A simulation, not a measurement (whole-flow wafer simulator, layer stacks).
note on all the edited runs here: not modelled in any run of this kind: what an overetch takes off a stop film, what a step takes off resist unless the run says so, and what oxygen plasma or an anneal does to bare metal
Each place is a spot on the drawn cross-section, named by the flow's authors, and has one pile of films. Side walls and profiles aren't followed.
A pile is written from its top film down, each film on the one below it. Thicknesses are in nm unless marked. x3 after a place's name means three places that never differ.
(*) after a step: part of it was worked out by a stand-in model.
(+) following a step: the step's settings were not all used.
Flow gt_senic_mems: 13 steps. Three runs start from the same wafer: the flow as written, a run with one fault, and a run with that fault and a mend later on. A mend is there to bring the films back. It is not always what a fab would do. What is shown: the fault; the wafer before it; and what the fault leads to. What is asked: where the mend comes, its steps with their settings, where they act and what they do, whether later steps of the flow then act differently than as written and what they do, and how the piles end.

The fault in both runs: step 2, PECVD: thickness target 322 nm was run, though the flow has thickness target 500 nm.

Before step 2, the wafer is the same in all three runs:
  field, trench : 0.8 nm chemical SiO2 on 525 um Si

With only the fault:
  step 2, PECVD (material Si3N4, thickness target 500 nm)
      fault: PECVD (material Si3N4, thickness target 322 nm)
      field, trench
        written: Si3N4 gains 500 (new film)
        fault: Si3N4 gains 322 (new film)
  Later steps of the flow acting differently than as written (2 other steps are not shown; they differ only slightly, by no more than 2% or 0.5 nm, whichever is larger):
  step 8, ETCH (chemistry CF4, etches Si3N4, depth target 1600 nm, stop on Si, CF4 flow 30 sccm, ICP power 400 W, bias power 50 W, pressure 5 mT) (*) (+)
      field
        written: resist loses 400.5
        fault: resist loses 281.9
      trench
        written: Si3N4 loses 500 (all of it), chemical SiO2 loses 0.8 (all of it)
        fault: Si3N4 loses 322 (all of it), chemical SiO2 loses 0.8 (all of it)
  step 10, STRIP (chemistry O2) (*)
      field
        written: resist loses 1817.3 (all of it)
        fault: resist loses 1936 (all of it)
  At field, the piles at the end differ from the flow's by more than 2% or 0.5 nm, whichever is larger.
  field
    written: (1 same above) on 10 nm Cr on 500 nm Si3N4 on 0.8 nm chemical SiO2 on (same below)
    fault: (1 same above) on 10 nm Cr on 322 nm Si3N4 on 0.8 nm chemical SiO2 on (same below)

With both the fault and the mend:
  The mend follows step 7.
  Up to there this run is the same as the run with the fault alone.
  step 7a, STRIP (chemistry O2) (*)
      field
        resist loses 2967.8 (all of it)
  step 7b, PECVD (material Si3N4, thickness target 178 nm) (a further turn of the flow's step 2, with different settings)
      field, trench
        Si3N4 gains 178
  step 7c, HMDS (a further turn of the flow's step 3)
      leaves every film unchanged at each place that is followed
  step 7d, COAT (resist, thickness 3000 nm) (a further turn of the flow's step 4)
      field, trench
        resist gains 3000 (new film)
  step 7e, SOFTBAKE (resist) (a further turn of the flow's step 5)
      leaves every film unchanged at each place that is followed
  step 7f, EXPOSE (photomask DEVICE, dose 108.9 mJ/cm2, wavelength 405 nm) (*) (a further turn of the flow's step 6)
      leaves every film unchanged at each place that is followed
  step 7g, DEVELOP (resist, thickness 3000 nm, developer developer-E, 60 s) (a further turn of the flow's step 7)
      field
        resist loses 32.2
      trench
        resist loses 3000 (all of it)
  Later steps of the flow that are run all act as written at every place that is followed.
  By the end, the piles equal the flow's at every place that both follow.
